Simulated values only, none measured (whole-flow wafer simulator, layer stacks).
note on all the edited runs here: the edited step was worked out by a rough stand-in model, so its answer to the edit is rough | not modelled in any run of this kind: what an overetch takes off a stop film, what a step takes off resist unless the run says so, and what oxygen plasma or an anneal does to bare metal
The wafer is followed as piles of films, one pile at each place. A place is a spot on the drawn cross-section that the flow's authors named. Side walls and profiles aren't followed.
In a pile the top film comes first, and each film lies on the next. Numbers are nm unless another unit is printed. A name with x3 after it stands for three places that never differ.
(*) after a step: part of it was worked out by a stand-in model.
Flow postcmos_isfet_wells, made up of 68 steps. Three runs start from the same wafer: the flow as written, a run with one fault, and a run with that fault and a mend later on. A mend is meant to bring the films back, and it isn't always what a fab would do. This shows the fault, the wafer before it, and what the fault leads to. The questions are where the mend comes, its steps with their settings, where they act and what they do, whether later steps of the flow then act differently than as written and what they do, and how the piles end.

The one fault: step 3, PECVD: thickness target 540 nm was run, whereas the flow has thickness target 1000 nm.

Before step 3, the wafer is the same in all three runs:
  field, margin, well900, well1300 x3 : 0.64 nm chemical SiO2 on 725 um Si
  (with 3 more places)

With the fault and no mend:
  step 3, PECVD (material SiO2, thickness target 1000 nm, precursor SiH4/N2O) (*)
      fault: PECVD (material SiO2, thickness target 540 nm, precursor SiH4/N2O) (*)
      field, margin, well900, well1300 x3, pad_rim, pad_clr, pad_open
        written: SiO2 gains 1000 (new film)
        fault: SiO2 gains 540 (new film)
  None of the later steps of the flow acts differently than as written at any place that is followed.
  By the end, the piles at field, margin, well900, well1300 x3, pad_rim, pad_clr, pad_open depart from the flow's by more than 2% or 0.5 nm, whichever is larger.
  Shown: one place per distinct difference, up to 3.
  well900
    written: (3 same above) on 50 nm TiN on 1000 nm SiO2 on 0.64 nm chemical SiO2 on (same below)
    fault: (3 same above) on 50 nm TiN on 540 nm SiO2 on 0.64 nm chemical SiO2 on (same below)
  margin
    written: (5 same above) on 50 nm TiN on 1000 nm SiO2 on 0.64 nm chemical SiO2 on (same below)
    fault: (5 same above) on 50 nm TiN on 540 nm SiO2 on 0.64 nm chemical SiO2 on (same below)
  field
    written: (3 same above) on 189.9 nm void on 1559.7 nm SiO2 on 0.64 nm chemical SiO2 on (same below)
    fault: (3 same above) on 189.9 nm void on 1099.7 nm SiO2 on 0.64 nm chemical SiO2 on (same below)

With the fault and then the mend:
  The mend follows step 3.
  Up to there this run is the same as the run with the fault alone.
  step 3a, PECVD (material SiO2, thickness target 460 nm, precursor SiH4/N2O) (*) (the flow's step 3, run once more with other settings)
      field, margin, well900, well1300 x3, pad_rim, pad_clr, pad_open
        SiO2 gains 460
  None of the later steps of the flow acts differently than as written at any place that is followed.
  By the end, the piles equal the flow's at every place that both follow.
